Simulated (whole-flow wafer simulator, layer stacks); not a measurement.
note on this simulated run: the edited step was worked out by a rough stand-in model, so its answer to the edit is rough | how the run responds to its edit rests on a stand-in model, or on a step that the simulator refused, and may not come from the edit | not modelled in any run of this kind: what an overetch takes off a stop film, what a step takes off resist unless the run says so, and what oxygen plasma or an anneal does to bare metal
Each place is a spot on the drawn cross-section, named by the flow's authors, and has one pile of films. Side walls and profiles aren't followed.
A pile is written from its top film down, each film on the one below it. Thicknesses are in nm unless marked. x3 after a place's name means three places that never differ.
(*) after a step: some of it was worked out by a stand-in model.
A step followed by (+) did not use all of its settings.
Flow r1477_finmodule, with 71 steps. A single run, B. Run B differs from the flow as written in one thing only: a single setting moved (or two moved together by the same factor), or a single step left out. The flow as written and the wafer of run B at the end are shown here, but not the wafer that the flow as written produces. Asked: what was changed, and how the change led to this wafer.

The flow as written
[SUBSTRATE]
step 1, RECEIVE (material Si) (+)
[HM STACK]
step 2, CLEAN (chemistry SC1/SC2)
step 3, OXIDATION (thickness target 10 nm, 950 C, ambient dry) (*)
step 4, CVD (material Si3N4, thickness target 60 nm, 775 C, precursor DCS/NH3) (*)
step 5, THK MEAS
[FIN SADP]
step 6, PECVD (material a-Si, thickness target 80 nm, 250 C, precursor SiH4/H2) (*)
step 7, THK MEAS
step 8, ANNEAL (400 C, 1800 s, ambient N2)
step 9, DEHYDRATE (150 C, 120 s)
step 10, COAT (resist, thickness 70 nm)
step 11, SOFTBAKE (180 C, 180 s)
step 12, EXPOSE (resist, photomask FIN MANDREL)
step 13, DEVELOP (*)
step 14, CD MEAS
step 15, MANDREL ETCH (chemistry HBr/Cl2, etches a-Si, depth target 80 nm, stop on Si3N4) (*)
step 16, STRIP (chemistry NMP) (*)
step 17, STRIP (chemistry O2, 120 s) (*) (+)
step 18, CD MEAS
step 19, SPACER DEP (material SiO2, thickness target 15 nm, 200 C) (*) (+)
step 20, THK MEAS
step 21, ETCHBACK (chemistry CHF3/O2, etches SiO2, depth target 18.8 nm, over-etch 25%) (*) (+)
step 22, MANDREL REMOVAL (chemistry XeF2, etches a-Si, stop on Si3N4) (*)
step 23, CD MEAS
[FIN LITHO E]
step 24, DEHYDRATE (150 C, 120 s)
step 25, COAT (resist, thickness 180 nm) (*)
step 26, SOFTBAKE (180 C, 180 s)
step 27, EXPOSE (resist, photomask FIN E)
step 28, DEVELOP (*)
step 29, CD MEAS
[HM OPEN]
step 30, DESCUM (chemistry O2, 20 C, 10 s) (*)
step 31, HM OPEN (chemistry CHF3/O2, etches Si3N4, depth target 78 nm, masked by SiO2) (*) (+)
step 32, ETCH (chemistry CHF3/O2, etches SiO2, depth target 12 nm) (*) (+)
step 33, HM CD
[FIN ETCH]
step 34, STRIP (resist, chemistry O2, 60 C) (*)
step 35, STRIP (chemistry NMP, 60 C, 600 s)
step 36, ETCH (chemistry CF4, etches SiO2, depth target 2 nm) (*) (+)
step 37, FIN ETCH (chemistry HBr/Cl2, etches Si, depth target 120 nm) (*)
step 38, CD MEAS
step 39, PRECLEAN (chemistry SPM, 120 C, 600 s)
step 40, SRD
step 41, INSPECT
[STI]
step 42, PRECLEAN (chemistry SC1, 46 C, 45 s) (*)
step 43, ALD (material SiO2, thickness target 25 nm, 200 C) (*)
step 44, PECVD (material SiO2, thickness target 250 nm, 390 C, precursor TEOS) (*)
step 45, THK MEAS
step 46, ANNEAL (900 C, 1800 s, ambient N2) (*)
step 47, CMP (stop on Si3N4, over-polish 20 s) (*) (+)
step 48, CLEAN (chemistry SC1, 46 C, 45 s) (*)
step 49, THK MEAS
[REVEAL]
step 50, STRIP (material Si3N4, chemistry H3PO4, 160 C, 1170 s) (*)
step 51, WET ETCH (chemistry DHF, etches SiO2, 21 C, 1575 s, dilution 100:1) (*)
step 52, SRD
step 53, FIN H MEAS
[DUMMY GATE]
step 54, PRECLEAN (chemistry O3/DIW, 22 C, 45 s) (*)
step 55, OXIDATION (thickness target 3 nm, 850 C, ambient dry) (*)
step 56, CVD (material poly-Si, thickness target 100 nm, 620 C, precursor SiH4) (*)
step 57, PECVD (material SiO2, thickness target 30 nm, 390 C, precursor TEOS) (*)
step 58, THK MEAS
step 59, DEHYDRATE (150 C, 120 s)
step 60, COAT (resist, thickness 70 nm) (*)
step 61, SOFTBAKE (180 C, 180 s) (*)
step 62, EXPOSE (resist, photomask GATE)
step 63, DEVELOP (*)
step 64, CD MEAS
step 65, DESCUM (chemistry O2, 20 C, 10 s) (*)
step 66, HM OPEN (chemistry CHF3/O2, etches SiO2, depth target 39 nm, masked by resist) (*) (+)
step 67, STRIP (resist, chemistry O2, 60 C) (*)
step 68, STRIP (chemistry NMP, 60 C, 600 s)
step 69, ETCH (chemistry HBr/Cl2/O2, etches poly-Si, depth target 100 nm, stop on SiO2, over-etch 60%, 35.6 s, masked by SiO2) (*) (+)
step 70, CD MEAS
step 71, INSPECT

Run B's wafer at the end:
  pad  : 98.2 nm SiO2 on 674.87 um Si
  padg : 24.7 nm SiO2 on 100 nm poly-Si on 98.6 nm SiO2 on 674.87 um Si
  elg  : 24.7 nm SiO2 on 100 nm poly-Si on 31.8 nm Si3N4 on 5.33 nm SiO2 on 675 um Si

The reason: step 3, OXIDATION: 879 C was run, though the flow has 950 C.

How this came from the change, step by step:
  step 3, OXIDATION (thickness target 10 nm, 950 C, ambient dry) (*)
      pad, padg, elg and 33 more: +5.33 SiO2 (new film), -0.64 chemical SiO2 (all of it), -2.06 Si (as written it would have been: +10 SiO2 (new film), -0.64 chemical SiO2 (all of it), -4.12 Si)
  step 31, HM OPEN (chemistry CHF3/O2, etches Si3N4, depth target 78 nm, masked by SiO2) (*) (+)
      s40cg, s45cg, s50cg, s40co, s45co, s50co: -60 Si3N4 (all of it), -5.33 SiO2 (all of it) (as written it would have been: -60 Si3N4 (all of it), -9 SiO2)
      pad, padg, esg and 13 more: -56.4 Si3N4 (all of it), -5.33 SiO2 (all of it) (as written it would have been: -56.4 Si3N4 (all of it), -10 SiO2 (all of it))
  step 32, ETCH (chemistry CHF3/O2, etches SiO2, depth target 12 nm) (*) (+)
      s40cg, s40co: -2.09 Si (as written it would have been: -1 SiO2 (all of it), -2.2 Si)
      s45cg, s45co: -2.13 Si (as written it would have been: -1 SiO2 (all of it), -2.2 Si)
      (also at 2 further places)
  step 43, ALD (material SiO2, thickness target 25 nm, 200 C) (*)
      s45cg, s50cg, s45co, s50co: +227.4 SiO2 (new film) (as written it would have been: +232.1 SiO2 (new film))
      s40cg, s40co: +227.3 SiO2 (new film) (as written it would have been: +232.1 SiO2 (new film))
      (also at 1 further place)
  step 47, CMP (stop on Si3N4, over-polish 20 s) (*) (+)
      pad, padg, e40sg and 11 more: -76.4 SiO2 (as written it would have been: -71.8 SiO2)
      eso: -77 SiO2 (as written it would have been: -72.4 SiO2)
  step 51, WET ETCH (chemistry DHF, etches SiO2, 21 C, 1575 s, dilution 100:1) (*)
      s40sg_line, s45sg_line, s50sg_line, s40so_line, s45so_line, s50so_line: -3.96 SiO2 (all of it) (as written it would have been: -8.63 SiO2 (all of it))
  step 56, CVD (material poly-Si, thickness target 100 nm, 620 C, precursor SiH4) (*)
      s40cg, s40co: +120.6 poly-Si (new film) (as written it would have been: +113.9 poly-Si (new film))
      s45cg, s45co: +118 poly-Si (new film) (as written it would have been: +113.4 poly-Si (new film))
      (also at 2 further places)
  step 60, COAT (resist, thickness 70 nm) (*)
      s40cg, s40co: +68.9 resist (new film) (as written it would have been: +70.6 resist (new film))
      s40sg, s40so: +96 resist (new film) (as written it would have been: +91 resist (new film))
      (also at 4 further places)
  step 63, DEVELOP (*)
      s40co: -68.9 resist (all of it) (as written it would have been: -70.6 resist (all of it))
      s40so: -96 resist (all of it) (as written it would have been: -91 resist (all of it))
      (also at 2 further places)
  step 67, STRIP (resist, chemistry O2, 60 C) (*)
      s40cg: -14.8 resist (all of it) (as written it would have been: -16.5 resist (all of it))
      s40sg: -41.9 resist (all of it) (as written it would have been: -36.9 resist (all of it))
      (also at 2 further places)
  step 69, ETCH (chemistry HBr/Cl2/O2, etches poly-Si, depth target 100 nm, stop on SiO2, over-etch 60%, 35.6 s, masked by SiO2) (*) (+)
      s40co: -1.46 chemical SiO2 (all of it), -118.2 poly-Si (all of it), -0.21 SiO2 (as written it would have been: -1.46 chemical SiO2 (all of it), -111.5 poly-Si (all of it), -0.24 SiO2)
      s45co: -1.46 chemical SiO2 (all of it), -115.6 poly-Si (all of it), -0.22 SiO2 (as written it would have been: -1.46 chemical SiO2 (all of it), -110.9 poly-Si (all of it), -0.25 SiO2)
      (also at 1 further place)
